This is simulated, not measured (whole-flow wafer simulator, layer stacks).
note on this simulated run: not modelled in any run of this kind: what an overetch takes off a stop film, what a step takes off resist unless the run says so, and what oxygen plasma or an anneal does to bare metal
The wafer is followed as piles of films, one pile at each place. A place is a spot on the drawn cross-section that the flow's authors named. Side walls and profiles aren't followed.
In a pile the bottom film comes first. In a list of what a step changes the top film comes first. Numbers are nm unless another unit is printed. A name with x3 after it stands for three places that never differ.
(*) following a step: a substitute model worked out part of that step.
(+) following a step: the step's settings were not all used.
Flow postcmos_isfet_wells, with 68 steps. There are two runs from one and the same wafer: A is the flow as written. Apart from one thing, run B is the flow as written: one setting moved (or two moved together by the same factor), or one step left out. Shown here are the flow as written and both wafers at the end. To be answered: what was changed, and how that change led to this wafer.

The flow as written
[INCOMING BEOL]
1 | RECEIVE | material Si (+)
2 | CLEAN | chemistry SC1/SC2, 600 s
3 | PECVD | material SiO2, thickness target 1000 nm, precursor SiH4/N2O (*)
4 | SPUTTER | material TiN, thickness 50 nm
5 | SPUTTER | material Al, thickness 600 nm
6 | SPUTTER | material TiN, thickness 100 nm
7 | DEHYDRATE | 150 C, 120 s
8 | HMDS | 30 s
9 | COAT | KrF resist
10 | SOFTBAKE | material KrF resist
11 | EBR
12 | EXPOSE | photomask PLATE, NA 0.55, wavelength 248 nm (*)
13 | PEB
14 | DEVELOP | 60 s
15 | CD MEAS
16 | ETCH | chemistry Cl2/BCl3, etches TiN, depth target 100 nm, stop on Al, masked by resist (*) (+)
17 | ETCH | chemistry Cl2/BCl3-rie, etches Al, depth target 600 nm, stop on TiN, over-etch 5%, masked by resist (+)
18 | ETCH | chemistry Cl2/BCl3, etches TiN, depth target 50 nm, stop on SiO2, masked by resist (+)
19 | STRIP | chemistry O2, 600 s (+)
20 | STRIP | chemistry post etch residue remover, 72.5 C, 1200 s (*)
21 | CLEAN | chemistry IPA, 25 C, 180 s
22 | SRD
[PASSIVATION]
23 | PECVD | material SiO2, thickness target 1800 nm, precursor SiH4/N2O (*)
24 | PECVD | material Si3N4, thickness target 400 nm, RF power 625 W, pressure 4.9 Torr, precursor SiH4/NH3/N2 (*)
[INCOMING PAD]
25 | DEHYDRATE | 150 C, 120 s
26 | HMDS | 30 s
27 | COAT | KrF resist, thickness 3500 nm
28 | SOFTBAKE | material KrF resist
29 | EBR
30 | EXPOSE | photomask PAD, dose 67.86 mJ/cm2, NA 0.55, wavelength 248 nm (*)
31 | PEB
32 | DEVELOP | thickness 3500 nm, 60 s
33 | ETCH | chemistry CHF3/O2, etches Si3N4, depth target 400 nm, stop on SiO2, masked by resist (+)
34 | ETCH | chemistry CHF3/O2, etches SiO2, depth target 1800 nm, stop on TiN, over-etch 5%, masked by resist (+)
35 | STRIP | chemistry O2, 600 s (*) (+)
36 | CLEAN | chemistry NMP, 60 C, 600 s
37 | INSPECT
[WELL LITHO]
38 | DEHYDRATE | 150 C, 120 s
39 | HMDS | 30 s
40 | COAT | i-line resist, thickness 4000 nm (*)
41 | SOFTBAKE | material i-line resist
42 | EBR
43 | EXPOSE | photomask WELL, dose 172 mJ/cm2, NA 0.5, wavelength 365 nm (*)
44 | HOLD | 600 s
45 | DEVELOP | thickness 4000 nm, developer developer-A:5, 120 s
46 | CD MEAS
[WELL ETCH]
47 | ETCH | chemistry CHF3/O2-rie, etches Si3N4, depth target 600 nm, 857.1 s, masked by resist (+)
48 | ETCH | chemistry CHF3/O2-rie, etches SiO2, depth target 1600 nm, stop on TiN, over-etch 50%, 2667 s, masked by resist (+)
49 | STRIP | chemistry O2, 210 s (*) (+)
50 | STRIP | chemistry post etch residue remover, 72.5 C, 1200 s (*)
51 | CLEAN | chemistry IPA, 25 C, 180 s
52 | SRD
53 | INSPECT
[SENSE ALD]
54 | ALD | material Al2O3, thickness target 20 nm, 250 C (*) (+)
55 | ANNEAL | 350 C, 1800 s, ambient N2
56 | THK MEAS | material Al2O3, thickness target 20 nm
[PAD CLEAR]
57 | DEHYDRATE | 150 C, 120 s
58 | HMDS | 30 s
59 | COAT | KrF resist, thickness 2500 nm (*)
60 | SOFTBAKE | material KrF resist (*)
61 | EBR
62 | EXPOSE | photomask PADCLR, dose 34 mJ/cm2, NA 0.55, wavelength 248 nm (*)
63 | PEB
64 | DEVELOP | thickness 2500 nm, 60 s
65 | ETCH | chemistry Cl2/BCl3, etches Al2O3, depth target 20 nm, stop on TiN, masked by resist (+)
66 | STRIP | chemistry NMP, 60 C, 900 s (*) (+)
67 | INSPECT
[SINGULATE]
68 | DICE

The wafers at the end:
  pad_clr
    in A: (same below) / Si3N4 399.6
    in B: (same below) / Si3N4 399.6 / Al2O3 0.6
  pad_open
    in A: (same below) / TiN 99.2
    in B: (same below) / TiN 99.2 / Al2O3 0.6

What caused this: step 65, ETCH: depth target 19.4 nm was run, though the flow has depth target 20 nm.

The path from the change to this, step by step:
  65 | ETCH | chemistry Cl2/BCl3, etches Al2O3, depth target 20 nm, stop on TiN, masked by resist (+)
      pad_clr, pad_open: A -20 Al2O3 (all of it) | B -19.4 Al2O3
      field, margin, pad_rim: A -25 KrF resist | B -24.2 KrF resist
